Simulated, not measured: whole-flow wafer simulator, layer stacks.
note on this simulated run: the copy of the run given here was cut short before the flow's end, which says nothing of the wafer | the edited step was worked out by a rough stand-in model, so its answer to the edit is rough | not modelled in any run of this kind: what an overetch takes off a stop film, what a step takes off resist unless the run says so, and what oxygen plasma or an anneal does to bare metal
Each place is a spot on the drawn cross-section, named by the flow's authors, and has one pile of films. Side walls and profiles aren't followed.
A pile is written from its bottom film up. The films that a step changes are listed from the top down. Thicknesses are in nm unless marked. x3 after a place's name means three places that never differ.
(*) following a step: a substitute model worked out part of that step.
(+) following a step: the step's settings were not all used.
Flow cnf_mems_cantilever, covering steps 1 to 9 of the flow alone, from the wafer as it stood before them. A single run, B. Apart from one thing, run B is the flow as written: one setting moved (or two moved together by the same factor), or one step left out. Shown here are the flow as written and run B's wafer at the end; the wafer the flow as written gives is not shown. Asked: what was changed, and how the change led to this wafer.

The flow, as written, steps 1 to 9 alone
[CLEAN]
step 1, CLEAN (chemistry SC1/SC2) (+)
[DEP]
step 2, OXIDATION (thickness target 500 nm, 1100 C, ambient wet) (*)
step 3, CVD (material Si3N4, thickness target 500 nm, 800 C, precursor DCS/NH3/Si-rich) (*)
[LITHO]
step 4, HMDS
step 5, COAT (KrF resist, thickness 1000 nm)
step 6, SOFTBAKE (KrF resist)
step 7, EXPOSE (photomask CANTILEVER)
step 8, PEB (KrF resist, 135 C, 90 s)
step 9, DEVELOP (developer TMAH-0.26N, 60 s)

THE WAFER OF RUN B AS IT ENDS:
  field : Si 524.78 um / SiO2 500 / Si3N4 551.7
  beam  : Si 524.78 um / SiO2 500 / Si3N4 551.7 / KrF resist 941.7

What caused this: step 3, CVD: 808 C was run, though the flow has 800 C.

Step by step, how the change led to this:
  step 3, CVD (material Si3N4, thickness target 500 nm, 800 C, precursor DCS/NH3/Si-rich) (*)
      field, beam: Si3N4 gains 551.7 (new film) (as written it would have been: Si3N4 gains 500 (new film))
